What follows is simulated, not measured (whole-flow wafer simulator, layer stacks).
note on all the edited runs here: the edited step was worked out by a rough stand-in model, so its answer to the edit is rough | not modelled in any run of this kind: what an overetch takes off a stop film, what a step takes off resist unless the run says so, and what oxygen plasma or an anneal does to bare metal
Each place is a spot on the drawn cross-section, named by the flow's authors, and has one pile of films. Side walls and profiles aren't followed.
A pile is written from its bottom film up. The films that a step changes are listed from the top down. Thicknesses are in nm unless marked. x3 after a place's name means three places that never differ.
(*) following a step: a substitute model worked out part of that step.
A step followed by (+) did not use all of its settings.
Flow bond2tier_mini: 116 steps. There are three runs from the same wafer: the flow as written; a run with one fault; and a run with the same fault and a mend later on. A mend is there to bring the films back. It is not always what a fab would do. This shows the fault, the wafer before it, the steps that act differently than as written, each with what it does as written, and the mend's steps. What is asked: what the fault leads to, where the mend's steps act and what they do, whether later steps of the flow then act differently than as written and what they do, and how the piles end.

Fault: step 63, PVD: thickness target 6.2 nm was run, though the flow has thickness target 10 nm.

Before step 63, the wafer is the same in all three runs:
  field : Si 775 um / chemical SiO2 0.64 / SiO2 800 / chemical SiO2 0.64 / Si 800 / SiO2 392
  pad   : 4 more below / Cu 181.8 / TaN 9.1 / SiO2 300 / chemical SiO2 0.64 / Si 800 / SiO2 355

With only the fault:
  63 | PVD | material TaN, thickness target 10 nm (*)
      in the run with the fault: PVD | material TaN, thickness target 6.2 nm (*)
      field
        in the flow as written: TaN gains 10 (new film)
        in the run with the fault: TaN gains 6.2 (new film)
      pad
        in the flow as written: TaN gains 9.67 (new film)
        in the run with the fault: TaN gains 5.99 (new film)
  Steps further on in the flow that do not act as written (not shown: 1 more step that differs only slightly, by at most 2% or 0.5 nm, whichever is larger):
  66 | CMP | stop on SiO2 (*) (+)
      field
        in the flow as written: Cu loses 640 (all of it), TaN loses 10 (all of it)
        in the run with the fault: Cu loses 640 (all of it), TaN loses 6.2 (all of it)
  By the end, the piles at pad depart from the flow's by more than 2% or 0.5 nm, whichever is larger.
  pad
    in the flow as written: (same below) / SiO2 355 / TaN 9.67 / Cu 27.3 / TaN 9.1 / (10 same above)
    in the run with the fault: (same below) / SiO2 355 / TaN 5.99 / Cu 31 / TaN 9.1 / (10 same above)

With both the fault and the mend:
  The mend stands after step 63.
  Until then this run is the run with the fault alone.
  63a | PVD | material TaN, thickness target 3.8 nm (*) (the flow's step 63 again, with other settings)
      field
        TaN gains 3.8
      pad
        TaN gains 3.67
  Later steps of the flow that are run all act as written at every place that is followed.
  At the end the piles are close to the flow's at the places that both follow, differing by at most 2% or 0.5 nm, whichever is larger.
